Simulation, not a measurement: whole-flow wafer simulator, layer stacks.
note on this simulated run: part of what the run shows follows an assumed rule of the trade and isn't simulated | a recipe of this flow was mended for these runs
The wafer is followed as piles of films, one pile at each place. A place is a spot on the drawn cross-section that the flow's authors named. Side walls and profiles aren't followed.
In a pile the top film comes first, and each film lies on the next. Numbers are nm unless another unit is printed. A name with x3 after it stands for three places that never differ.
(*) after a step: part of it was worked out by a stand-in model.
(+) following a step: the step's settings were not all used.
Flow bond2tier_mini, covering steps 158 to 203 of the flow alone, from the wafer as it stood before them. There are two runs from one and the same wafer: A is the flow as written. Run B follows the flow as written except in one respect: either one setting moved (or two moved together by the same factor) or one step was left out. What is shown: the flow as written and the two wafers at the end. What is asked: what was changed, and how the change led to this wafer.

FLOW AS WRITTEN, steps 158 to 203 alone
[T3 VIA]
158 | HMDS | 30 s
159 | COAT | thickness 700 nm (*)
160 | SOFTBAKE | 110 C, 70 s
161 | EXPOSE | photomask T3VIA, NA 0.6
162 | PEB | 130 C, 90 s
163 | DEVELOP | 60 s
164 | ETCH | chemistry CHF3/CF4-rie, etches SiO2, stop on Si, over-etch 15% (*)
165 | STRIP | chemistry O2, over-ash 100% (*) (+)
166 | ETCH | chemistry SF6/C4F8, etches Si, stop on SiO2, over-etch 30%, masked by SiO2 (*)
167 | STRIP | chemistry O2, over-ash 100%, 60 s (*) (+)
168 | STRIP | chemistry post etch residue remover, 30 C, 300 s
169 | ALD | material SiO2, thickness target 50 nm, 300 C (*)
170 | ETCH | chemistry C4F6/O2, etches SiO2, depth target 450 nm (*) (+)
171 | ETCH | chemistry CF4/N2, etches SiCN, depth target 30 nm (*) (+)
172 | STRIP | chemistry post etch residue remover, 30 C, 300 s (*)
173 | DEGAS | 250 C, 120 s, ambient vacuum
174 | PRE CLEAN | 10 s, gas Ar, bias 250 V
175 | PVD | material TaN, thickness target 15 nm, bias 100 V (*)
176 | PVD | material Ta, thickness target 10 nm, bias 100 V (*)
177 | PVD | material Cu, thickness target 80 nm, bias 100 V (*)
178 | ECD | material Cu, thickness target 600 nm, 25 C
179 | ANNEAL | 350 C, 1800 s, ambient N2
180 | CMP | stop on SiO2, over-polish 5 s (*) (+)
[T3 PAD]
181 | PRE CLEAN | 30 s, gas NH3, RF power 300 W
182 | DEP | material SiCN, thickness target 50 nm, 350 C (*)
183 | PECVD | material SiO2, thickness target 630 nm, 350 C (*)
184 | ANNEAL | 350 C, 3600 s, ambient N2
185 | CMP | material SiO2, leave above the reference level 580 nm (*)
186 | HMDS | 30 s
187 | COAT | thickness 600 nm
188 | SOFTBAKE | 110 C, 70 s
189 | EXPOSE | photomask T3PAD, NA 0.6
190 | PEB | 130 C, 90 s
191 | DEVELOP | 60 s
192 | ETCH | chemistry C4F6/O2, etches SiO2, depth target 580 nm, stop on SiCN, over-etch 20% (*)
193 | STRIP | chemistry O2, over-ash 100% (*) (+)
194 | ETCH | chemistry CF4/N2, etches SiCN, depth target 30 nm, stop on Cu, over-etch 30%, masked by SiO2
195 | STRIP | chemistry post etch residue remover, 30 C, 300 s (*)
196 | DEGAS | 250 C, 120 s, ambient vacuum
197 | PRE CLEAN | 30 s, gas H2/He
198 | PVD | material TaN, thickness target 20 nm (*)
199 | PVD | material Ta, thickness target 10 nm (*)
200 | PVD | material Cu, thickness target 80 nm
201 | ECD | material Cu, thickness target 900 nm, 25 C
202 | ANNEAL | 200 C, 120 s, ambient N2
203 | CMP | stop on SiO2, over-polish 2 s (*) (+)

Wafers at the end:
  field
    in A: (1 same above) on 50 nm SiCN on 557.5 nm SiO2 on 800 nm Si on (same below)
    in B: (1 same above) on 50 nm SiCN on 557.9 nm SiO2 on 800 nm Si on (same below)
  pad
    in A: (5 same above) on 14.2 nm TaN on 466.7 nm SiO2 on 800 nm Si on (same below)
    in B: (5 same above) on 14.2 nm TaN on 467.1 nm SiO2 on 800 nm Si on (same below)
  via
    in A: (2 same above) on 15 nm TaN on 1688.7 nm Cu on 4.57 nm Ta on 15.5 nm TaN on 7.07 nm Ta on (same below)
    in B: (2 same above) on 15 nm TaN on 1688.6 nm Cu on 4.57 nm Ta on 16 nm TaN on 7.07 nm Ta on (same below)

The reason: step 174, PRE CLEAN: bias 210 V was run, though the flow has bias 250 V.

How this came from the change, step by step:
  174 | PRE CLEAN | 10 s, gas Ar, bias 250 V
      via: A TaN loses 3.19 | B TaN loses 2.67
